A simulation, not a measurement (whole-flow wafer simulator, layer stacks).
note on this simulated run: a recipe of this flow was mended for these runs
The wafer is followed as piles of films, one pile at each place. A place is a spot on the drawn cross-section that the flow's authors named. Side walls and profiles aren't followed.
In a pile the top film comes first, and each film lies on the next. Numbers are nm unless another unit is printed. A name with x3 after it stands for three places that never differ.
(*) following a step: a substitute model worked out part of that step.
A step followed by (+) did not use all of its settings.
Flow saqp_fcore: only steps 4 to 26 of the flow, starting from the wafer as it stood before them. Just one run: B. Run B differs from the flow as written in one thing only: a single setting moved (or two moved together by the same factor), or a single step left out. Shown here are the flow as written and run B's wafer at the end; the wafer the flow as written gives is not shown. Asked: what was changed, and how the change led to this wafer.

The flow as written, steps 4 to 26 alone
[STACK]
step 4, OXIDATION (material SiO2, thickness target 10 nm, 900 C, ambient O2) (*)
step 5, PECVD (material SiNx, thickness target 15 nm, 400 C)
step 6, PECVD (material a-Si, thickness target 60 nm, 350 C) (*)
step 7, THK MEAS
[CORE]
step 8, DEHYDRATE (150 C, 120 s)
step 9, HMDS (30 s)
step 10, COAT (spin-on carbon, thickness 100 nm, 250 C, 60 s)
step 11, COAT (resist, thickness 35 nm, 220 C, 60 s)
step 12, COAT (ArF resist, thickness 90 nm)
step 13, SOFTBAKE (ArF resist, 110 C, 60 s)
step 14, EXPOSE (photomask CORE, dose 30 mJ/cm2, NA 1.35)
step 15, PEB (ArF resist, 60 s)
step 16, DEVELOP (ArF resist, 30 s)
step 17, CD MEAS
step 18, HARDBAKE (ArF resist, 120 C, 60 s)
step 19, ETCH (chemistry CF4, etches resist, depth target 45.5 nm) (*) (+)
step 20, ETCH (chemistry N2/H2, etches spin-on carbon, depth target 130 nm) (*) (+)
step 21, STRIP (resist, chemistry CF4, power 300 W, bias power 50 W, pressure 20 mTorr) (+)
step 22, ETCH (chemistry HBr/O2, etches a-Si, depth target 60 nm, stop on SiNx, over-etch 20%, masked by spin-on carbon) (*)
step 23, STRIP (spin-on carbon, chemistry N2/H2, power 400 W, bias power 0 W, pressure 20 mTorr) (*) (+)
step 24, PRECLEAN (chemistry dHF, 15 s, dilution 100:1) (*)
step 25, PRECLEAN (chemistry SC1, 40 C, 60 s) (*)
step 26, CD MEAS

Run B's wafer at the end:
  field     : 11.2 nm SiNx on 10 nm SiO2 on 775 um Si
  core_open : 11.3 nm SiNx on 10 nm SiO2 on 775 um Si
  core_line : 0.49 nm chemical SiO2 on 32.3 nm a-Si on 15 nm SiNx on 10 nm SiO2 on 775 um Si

What caused this: step 6, PECVD: thickness target 33 nm was run, while the flow as written has thickness target 60 nm.

The path from the change to this, step by step:
  step 6, PECVD (material a-Si, thickness target 60 nm, 350 C) (*)
      field, core_open, core_line: a-Si gains 33 (new film) (in the flow as written it would be: a-Si gains 60 (new film))
  step 22, ETCH (chemistry HBr/O2, etches a-Si, depth target 60 nm, stop on SiNx, over-etch 20%, masked by spin-on carbon) (*)
      field: a-Si loses 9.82 (all of it), SiNx loses 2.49 (in the flow as written it would be: a-Si loses 36.8 (all of it), SiNx loses 1.41)
      core_open: a-Si loses 12.4 (all of it), SiNx loses 2.38 (in the flow as written it would be: a-Si loses 39.4 (all of it), SiNx loses 1.3)
      (and at 1 other place as well)
  step 23, STRIP (spin-on carbon, chemistry N2/H2, power 400 W, bias power 0 W, pressure 20 mTorr) (*) (+)
      core_line: spin-on carbon loses 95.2 (all of it) (in the flow as written it would be: spin-on carbon loses 88.8 (all of it))
